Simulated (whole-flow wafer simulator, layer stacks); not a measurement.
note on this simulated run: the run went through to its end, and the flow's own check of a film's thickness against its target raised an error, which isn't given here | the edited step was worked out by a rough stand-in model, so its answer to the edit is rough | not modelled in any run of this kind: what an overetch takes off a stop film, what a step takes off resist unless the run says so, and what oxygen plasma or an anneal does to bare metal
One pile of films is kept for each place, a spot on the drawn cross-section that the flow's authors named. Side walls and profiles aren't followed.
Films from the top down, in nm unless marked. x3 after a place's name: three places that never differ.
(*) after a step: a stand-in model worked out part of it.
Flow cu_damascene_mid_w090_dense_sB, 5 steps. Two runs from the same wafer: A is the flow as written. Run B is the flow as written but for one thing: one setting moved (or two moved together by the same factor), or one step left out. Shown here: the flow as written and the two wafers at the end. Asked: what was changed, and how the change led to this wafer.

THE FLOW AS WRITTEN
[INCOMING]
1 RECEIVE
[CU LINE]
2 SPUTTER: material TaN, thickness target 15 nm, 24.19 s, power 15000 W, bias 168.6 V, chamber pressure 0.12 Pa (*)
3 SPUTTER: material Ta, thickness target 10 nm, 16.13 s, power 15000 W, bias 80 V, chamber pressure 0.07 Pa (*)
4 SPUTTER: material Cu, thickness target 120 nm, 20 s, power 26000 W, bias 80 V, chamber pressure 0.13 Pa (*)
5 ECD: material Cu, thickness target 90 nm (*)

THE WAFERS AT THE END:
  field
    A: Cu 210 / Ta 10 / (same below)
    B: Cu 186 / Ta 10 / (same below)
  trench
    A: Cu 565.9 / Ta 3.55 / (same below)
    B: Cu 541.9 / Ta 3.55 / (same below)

The cause: step 4, SPUTTER: thickness target 96 nm was run, where the flow has thickness target 120 nm; step 4, SPUTTER: 16 s was run, where the flow has 20 s.

How the change led to this, step by step:
  4 SPUTTER: material Cu, thickness target 120 nm, 20 s, power 26000 W, bias 80 V, chamber pressure 0.13 Pa (*)
      field: A Cu +120 (new film) | B Cu +96 (new film)
      trench: A Cu +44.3 (new film) | B Cu +35.5 (new film)
  5 ECD: material Cu, thickness target 90 nm (*)
      trench: A Cu +521.6 | B Cu +506.5
